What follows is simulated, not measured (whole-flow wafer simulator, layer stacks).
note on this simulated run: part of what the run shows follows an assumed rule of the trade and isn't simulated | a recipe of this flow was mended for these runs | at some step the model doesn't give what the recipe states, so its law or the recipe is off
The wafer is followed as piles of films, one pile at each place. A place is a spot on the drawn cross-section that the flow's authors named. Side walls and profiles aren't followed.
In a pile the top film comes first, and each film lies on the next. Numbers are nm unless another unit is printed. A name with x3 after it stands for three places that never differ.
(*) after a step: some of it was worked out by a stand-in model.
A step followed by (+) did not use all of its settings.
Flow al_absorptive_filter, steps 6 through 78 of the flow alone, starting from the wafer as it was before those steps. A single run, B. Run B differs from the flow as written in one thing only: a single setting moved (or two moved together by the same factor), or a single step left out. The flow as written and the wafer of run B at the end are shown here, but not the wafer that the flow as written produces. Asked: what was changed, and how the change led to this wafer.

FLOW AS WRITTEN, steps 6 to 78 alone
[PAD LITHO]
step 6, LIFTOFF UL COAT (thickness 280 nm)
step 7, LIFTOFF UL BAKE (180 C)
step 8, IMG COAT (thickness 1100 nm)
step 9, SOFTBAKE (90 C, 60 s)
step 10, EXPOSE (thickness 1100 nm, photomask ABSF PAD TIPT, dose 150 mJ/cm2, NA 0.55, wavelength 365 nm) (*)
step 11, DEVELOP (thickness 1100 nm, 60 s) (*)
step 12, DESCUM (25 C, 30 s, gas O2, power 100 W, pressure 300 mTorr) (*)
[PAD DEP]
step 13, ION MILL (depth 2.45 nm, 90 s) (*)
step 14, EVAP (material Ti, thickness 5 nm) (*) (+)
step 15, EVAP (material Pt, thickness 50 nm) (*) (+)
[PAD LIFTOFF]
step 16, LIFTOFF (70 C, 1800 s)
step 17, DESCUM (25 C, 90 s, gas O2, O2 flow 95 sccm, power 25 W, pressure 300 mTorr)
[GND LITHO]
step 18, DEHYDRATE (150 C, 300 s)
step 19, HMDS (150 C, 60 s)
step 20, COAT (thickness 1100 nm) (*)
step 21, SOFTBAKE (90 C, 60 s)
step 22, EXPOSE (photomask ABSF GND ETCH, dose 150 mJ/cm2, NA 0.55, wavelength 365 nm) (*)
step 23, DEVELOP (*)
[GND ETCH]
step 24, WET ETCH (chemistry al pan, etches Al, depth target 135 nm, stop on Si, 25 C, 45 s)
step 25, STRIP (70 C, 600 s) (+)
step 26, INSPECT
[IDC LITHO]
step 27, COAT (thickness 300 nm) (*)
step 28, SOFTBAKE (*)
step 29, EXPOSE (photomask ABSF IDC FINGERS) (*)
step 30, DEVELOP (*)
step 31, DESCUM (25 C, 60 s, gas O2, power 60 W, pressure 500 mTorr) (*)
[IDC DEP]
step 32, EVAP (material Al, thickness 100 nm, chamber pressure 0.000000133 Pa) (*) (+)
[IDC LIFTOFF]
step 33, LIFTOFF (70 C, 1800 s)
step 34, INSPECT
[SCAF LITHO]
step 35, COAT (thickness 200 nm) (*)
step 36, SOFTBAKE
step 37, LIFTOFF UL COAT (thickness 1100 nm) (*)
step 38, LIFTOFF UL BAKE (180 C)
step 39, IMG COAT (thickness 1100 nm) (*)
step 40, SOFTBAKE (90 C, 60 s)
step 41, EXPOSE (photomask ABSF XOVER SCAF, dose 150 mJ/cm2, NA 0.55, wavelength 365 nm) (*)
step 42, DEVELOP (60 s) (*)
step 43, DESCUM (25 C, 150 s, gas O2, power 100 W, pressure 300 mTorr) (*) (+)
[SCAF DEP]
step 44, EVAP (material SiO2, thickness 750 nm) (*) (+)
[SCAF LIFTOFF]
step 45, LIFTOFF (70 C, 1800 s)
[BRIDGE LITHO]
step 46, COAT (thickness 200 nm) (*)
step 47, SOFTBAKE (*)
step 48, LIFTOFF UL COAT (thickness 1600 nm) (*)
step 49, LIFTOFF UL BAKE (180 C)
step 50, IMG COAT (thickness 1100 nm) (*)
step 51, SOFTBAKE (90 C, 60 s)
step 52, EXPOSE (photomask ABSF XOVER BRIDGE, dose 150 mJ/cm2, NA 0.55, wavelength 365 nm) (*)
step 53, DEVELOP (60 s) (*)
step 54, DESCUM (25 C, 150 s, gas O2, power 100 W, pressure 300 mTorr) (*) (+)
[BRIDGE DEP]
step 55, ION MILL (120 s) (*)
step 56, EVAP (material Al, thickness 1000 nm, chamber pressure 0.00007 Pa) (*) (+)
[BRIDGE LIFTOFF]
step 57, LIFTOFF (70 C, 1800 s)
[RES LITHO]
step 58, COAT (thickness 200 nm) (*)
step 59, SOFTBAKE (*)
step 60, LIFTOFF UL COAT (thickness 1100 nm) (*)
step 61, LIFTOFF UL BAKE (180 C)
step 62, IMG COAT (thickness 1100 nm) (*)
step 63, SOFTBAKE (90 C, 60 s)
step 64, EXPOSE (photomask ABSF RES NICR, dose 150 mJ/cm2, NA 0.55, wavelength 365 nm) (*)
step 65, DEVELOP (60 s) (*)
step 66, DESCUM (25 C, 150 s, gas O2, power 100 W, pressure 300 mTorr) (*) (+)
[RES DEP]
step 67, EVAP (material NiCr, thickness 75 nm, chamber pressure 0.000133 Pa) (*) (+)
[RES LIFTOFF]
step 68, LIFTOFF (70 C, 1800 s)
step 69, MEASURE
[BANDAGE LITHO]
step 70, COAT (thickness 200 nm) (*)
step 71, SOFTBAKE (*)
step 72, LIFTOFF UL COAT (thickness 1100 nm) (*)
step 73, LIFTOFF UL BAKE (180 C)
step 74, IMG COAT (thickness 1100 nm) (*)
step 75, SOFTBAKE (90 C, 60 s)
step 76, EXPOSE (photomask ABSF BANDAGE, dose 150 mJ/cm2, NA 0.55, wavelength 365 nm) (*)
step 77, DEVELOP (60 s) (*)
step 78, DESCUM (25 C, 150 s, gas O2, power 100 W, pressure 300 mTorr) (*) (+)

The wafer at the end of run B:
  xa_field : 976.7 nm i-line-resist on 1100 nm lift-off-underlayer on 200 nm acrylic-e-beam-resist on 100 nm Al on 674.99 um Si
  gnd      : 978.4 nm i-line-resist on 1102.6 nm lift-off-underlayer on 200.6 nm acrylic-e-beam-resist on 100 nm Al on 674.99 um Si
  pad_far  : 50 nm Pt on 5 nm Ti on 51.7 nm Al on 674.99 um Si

The reason: step 11, DEVELOP: 74.4 s was run, though the flow has 60 s.

How this came from the change, step by step:
  step 11, DEVELOP (thickness 1100 nm, 60 s) (*)
      pad_far, pad_near: i-line-resist loses 1100 (all of it), lift-off-underlayer loses 280 (all of it), Al loses 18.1 (in the flow as written it would be: i-line-resist loses 1100 (all of it), lift-off-underlayer loses 280 (all of it), Al loses 13.3)
